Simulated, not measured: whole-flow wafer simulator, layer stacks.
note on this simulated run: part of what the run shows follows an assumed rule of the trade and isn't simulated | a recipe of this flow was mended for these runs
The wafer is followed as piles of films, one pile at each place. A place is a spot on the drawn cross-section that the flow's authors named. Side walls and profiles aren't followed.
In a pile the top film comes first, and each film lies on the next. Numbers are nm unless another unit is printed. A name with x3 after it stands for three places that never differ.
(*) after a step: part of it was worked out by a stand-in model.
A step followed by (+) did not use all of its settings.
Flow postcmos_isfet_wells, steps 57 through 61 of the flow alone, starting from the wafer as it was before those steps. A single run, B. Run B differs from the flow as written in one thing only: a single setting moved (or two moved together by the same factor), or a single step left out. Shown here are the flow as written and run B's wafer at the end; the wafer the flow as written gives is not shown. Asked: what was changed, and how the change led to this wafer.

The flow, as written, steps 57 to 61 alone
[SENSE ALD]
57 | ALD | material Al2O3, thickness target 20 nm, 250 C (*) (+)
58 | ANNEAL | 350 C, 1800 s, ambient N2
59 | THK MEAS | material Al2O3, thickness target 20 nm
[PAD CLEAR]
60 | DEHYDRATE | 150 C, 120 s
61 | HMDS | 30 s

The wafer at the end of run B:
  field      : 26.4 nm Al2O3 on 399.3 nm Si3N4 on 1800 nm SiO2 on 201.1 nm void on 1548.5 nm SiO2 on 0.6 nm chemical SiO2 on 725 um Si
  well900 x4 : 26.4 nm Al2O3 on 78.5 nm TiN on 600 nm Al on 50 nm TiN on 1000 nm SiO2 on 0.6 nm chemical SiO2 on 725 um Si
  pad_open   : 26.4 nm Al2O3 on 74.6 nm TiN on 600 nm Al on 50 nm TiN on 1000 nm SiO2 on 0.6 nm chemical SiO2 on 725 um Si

Cause: step 57, ALD: thickness target 26.38 nm was run, while the flow as written has thickness target 20 nm.
The wafer itself shows it: field has Al2O3 26.4, and step 57 as written asks for 20 nm.

Step by step, how the change led to this:
  57 | ALD | material Al2O3, thickness target 20 nm, 250 C (*) (+)
      field, margin x3, well900 x4, pad_open: Al2O3 gains 26.4 (new film) (it would be, as written: Al2O3 gains 20 (new film))
